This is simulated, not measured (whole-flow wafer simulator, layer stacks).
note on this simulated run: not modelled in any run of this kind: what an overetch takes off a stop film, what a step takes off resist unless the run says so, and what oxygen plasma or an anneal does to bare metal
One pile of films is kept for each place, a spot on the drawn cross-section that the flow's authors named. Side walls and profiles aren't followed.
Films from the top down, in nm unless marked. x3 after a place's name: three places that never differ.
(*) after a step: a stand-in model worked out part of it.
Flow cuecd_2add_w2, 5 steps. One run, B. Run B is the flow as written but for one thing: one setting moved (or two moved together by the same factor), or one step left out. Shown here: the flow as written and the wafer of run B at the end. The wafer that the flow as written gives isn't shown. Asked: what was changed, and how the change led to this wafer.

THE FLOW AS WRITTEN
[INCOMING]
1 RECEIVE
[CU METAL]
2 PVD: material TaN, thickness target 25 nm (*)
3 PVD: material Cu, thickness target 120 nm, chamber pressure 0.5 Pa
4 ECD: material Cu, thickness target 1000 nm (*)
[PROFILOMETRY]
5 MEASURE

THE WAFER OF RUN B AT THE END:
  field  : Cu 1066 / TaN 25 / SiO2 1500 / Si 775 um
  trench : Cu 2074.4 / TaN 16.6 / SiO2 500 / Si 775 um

The cause: step 3, PVD: thickness target 66 nm was run, where the flow has thickness target 120 nm.

How the change led to this, step by step:
  3 PVD: material Cu, thickness target 120 nm, chamber pressure 0.5 Pa
      field: Cu +66 (new film) (as written it would be: Cu +120 (new film))
      trench: Cu +44.6 (new film) (as written it would be: Cu +80.8 (new film))
